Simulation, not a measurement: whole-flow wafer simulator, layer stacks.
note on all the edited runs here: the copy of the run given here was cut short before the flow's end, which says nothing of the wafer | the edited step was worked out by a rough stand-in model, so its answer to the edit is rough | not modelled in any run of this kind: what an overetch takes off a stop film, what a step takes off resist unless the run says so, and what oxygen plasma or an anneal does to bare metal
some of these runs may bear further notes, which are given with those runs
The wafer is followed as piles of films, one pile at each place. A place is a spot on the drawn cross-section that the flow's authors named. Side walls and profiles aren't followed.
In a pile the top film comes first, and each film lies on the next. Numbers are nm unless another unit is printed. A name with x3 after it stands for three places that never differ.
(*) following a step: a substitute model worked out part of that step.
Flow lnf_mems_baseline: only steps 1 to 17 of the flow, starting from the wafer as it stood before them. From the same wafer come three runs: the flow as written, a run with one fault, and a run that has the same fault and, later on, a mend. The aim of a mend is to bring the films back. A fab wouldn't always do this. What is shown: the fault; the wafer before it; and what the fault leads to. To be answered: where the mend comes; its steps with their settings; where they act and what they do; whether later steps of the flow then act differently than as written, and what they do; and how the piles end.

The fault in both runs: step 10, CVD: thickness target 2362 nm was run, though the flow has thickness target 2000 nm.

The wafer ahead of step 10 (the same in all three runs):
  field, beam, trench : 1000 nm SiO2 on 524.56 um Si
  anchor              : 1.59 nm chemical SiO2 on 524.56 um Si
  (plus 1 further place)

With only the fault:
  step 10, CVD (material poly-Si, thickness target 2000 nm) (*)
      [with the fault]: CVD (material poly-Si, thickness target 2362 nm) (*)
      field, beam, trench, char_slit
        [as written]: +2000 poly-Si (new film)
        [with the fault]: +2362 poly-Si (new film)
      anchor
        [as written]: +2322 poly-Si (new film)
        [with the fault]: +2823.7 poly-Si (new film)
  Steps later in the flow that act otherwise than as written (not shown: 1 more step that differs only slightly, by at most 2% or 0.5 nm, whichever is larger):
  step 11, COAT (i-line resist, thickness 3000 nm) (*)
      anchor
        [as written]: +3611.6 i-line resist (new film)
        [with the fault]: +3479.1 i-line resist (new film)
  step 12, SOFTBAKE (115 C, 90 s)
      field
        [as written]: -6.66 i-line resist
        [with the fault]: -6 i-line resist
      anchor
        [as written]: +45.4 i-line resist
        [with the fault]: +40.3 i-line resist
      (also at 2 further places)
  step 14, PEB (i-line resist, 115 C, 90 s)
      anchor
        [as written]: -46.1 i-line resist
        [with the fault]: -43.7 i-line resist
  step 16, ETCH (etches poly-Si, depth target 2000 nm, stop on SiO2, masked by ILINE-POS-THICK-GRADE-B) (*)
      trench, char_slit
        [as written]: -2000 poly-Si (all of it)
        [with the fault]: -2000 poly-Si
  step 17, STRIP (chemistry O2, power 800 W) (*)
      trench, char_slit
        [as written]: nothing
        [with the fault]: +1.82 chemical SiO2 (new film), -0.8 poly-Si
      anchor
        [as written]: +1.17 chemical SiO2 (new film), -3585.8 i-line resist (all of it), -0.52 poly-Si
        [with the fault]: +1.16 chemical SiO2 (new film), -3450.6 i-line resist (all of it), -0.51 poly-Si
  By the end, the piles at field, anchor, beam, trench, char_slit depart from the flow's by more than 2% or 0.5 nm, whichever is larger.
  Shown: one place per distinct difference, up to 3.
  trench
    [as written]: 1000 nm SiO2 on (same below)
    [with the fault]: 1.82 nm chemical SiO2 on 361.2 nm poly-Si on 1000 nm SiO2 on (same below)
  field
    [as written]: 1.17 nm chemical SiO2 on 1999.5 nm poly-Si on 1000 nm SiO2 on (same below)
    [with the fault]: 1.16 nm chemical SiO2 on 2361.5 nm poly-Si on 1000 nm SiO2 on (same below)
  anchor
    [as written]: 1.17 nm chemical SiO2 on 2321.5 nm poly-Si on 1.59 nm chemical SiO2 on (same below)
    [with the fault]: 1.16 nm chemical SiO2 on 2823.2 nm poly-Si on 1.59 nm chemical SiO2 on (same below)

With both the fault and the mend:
  After step 10 comes the mend.
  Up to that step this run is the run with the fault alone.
  step 10a, ETCH (chemistry tmah, depth target 3177 nm)
      field, beam, trench, char_slit
        -2362 poly-Si (all of it)
      anchor
        -2823.7 poly-Si (all of it)
  step 10b, CLEAN (chemistry SC1/SC2) (a further turn of the flow's step 1)
      does not change any film at any place that is followed
  step 10c, CVD (material poly-Si, thickness target 2000 nm) (*) (a further turn of the flow's step 10)
      field, beam, trench, char_slit
        +2000 poly-Si (new film)
      anchor
        +2322 poly-Si (new film)
  Every later step of the flow that is run acts as written at every place that is followed.
  At every place that both follow, the piles at the end match the flow's.
